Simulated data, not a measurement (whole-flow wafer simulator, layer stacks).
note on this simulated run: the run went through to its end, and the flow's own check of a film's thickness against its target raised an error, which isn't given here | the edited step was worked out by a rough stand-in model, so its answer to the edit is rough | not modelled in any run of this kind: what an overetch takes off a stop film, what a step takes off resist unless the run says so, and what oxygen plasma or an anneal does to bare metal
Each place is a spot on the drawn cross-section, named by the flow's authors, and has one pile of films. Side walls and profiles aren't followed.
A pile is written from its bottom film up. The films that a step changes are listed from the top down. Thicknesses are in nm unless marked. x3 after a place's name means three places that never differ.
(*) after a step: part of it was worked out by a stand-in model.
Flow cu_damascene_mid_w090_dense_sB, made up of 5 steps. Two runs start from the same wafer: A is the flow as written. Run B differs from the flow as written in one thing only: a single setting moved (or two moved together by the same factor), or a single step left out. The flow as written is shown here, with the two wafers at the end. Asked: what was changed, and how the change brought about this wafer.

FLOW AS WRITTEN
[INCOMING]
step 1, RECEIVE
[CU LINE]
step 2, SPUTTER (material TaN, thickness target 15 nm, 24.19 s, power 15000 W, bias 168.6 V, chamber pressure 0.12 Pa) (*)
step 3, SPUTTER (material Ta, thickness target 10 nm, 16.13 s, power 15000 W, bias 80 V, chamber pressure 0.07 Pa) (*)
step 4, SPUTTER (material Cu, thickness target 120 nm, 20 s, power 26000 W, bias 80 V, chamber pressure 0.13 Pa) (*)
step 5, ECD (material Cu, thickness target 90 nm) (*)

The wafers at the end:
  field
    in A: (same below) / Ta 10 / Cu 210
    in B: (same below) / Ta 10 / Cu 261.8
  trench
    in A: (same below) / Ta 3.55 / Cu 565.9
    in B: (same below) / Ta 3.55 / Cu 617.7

The reason: step 5, ECD: thickness target 141.8 nm was run, though the flow has thickness target 90 nm.

Step by step, how the change led to this:
  step 5, ECD (material Cu, thickness target 90 nm) (*)
      field: A +90 Cu | B +141.8 Cu
      trench: A +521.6 Cu | B +573.4 Cu
